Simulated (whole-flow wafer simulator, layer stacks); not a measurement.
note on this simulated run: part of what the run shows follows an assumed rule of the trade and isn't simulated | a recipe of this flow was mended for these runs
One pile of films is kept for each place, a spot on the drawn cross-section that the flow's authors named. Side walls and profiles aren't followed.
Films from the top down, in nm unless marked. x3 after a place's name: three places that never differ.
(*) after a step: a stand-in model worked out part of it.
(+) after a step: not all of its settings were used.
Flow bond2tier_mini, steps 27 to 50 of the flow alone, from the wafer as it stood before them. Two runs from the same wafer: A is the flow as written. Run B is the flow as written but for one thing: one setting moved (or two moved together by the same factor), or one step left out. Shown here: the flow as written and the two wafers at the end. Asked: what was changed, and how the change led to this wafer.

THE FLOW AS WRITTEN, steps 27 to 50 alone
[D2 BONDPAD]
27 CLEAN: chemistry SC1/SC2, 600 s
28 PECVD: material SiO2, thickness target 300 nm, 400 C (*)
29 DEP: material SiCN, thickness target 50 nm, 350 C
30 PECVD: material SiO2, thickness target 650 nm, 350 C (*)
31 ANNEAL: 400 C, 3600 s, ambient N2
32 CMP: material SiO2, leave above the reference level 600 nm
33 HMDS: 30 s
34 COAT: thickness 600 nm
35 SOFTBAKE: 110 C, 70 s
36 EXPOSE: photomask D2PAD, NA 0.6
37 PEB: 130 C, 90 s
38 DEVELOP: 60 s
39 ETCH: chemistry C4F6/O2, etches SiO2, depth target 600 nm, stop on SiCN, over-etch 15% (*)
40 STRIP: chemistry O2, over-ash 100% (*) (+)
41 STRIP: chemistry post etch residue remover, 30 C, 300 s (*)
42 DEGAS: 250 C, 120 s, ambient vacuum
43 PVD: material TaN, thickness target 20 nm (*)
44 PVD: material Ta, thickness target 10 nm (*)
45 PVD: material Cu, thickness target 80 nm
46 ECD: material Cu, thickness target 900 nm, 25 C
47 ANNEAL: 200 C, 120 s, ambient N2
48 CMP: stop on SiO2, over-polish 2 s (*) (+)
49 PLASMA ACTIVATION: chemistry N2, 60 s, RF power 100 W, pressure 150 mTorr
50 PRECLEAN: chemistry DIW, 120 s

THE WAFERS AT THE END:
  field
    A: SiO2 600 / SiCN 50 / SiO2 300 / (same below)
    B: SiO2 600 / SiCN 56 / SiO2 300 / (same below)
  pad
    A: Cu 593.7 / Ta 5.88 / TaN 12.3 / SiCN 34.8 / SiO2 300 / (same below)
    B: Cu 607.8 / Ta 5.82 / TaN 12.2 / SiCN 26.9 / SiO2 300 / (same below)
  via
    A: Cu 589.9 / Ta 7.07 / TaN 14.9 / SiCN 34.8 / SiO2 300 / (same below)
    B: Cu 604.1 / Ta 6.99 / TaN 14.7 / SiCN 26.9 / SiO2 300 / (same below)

The cause: step 29, DEP: thickness target 56 nm was run, where the flow has thickness target 50 nm; step 39, ETCH: depth target 672 nm was run, where the flow has depth target 600 nm.
It can be read off the wafer: field has SiCN 56, and step 29 as written asks for 50 nm.

How the change led to this, step by step:
  29 DEP: material SiCN, thickness target 50 nm, 350 C
      field, pad, via: A SiCN +50 (new film) | B SiCN +56 (new film)
  39 ETCH: chemistry C4F6/O2, etches SiO2, depth target 600 nm, stop on SiCN, over-etch 15% (*)
      pad, via: A SiO2 -600 (all of it), SiCN -15.2 | B SiO2 -600 (all of it), SiCN -29.1
      field: A thick-KrF-resist -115 | B thick-KrF-resist -128.8
  40 STRIP: chemistry O2, over-ash 100% (*) (+)
      field: A thick-KrF-resist -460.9 (all of it) | B thick-KrF-resist -447.1 (all of it)
